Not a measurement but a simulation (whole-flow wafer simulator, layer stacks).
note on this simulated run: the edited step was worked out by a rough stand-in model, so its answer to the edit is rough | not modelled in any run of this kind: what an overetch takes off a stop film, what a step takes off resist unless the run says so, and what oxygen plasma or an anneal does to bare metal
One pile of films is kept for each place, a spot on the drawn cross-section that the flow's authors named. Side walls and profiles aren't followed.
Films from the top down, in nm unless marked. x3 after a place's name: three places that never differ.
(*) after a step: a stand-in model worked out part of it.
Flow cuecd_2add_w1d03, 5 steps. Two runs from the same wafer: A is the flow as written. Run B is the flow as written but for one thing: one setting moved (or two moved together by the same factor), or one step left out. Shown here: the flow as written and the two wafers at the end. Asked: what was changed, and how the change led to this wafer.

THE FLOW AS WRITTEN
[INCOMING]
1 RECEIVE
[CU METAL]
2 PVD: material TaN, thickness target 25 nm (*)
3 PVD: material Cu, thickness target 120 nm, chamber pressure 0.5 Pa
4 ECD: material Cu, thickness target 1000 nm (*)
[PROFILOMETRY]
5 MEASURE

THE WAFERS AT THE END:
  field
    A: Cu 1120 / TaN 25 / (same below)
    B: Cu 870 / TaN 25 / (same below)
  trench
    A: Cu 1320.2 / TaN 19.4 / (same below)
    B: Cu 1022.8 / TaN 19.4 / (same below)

The cause: step 4, ECD: thickness target 750 nm was run, where the flow has thickness target 1000 nm.

How the change led to this, step by step:
  4 ECD: material Cu, thickness target 1000 nm (*)
      field: A Cu +1000 | B Cu +750
      trench: A Cu +1226.8 | B Cu +929.3
